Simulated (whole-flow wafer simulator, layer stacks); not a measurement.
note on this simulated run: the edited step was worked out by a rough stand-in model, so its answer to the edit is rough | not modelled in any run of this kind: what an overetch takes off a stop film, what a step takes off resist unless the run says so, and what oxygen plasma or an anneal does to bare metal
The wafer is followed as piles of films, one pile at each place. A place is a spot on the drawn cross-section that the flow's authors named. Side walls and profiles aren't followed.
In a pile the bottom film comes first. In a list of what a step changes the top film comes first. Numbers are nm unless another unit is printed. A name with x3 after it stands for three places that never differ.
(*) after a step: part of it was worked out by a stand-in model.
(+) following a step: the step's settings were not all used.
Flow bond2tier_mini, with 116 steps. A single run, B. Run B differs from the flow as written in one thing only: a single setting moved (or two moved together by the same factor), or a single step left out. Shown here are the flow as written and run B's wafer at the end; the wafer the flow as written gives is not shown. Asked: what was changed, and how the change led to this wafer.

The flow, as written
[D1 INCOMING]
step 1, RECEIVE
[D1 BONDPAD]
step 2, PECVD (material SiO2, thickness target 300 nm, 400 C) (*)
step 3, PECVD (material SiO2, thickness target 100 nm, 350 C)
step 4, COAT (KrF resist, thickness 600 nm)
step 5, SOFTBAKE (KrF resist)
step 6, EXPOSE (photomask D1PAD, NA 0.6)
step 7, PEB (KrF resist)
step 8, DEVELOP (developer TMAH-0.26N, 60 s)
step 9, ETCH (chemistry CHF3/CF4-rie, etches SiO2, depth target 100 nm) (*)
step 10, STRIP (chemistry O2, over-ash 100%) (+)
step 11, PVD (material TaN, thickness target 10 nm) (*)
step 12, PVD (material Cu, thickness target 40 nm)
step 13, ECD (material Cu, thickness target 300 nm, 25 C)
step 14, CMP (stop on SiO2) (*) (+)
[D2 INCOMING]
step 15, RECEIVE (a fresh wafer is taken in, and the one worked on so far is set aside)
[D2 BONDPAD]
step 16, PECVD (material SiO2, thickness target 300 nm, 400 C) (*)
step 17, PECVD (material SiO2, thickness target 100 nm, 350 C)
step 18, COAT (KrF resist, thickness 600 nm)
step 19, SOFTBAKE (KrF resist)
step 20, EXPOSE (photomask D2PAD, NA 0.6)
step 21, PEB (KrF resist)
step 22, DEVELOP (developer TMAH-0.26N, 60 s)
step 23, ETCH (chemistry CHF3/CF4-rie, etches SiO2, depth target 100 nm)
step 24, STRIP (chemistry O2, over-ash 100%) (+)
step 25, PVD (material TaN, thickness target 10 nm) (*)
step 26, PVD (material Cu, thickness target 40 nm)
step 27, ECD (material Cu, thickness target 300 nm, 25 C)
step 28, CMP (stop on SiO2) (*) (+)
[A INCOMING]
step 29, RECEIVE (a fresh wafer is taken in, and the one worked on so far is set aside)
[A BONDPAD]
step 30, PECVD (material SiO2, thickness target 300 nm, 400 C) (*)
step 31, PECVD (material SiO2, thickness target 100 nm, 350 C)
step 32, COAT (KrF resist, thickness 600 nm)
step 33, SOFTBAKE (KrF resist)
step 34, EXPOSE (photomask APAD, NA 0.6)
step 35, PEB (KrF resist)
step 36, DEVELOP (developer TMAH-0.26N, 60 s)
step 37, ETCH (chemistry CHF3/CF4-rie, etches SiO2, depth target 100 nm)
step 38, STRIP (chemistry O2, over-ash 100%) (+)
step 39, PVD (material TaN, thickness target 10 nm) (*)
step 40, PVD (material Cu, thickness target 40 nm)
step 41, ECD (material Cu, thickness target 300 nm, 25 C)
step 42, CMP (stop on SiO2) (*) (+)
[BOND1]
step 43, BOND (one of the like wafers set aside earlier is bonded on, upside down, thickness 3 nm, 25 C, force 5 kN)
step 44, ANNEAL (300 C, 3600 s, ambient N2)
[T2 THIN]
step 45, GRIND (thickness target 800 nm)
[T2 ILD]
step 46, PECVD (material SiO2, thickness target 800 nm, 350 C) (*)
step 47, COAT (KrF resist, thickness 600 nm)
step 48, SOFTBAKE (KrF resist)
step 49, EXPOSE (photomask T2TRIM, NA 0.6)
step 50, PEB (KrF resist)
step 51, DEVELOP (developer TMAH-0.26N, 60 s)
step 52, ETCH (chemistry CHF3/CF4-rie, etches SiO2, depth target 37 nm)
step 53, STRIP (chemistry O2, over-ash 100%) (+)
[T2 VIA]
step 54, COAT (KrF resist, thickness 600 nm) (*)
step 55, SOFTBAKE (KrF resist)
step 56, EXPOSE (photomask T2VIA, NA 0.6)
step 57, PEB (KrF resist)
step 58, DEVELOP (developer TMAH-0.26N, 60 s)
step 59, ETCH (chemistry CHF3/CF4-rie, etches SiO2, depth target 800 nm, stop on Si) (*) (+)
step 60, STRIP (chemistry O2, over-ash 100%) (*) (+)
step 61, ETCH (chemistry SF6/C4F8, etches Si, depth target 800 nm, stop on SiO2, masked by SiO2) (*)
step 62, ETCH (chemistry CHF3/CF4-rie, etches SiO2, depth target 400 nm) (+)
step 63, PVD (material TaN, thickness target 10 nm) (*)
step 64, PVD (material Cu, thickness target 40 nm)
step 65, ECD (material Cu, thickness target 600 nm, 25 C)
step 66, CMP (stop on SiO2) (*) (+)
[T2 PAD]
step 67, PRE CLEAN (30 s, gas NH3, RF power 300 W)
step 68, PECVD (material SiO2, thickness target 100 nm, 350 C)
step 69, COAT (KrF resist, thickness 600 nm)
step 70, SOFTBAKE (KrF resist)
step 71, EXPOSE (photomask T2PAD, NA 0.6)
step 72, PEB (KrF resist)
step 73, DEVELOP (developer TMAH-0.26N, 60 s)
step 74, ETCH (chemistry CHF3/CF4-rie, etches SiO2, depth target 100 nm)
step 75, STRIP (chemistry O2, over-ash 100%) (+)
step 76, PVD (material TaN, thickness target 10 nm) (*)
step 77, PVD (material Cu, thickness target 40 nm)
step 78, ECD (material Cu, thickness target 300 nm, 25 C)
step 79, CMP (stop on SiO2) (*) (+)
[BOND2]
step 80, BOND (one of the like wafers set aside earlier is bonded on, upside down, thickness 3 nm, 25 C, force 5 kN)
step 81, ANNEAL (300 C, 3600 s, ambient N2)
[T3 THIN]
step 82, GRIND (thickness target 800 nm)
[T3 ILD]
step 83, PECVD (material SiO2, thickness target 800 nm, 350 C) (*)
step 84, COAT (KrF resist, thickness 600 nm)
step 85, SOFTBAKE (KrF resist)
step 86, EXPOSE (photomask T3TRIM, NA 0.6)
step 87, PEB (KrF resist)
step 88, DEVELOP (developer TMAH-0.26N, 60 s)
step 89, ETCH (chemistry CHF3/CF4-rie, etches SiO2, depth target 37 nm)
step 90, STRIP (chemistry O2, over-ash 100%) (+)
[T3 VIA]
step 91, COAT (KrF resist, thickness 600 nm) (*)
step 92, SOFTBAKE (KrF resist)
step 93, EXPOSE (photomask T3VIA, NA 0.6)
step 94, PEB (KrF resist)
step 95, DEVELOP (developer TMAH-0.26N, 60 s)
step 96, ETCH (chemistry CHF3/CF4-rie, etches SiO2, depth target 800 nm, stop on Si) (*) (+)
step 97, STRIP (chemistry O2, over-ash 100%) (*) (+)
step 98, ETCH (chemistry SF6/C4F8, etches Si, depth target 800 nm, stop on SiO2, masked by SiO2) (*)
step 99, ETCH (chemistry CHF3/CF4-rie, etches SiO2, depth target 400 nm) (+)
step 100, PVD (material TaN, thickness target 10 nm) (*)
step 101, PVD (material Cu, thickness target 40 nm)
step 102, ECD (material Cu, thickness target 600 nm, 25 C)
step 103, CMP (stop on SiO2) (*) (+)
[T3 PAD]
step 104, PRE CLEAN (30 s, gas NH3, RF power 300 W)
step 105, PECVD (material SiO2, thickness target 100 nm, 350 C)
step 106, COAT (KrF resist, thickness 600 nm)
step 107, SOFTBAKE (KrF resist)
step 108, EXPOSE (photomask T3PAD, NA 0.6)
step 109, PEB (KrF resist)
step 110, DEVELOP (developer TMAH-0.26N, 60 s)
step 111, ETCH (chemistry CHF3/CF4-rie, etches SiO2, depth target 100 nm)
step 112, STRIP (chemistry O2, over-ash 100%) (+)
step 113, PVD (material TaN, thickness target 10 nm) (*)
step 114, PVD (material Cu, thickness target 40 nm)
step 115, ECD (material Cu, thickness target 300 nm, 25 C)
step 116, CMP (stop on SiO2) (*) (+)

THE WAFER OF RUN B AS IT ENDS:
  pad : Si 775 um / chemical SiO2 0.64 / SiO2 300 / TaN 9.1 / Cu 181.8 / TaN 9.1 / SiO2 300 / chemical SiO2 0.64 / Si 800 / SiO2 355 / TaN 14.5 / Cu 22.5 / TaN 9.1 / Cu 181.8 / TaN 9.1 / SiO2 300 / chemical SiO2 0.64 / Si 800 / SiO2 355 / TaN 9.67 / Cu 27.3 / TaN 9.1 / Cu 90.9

Cause: step 63, PVD: thickness target 15 nm was run, whereas the flow has thickness target 10 nm.

How this came from the change, step by step:
  step 63, PVD (material TaN, thickness target 10 nm) (*)
      field: TaN gains 15 (new film) (in the flow as written it would be: TaN gains 10 (new film))
      pad: TaN gains 14.5 (new film) (in the flow as written it would be: TaN gains 9.67 (new film))
  step 66, CMP (stop on SiO2) (*) (+)
      field: Cu loses 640 (all of it), TaN loses 15 (all of it) (in the flow as written it would be: Cu loses 640 (all of it), TaN loses 10 (all of it))
